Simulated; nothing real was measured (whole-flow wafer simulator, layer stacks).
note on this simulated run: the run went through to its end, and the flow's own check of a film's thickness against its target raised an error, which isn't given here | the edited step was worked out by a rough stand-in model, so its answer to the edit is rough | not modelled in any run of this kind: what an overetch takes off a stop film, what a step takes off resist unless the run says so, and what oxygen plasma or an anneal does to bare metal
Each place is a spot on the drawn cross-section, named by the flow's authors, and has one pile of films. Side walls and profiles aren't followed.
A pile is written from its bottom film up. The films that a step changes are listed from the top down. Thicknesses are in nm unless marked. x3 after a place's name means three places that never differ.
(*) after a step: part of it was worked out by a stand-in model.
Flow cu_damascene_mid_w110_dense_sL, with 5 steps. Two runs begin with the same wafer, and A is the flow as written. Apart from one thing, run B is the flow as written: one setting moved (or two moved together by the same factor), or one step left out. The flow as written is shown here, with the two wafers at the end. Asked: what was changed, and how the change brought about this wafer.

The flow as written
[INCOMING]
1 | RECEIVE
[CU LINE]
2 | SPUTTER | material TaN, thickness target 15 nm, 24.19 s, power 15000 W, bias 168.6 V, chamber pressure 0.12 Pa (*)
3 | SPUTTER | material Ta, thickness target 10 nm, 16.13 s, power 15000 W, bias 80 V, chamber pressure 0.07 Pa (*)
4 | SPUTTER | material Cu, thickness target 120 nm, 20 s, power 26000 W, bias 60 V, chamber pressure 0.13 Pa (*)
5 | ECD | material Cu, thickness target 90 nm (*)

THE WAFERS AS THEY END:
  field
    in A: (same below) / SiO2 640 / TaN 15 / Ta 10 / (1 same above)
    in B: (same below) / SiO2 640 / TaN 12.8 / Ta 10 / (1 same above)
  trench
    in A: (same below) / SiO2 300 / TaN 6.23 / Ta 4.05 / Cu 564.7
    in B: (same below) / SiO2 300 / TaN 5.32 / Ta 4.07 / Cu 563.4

Cause: step 2, SPUTTER: thickness target 12.8 nm was run, though the flow has thickness target 15 nm; step 2, SPUTTER: 20.56 s was run, where the flow has 24.19 s.
The wafer itself shows it: field has TaN 12.8, and step 2 as written asks for 15 nm.

The path from the change to this, step by step:
  2 | SPUTTER | material TaN, thickness target 15 nm, 24.19 s, power 15000 W, bias 168.6 V, chamber pressure 0.12 Pa (*)
      field: A +15 TaN (new film) | B +12.8 TaN (new film)
      trench: A +6.23 TaN (new film) | B +5.32 TaN (new film)
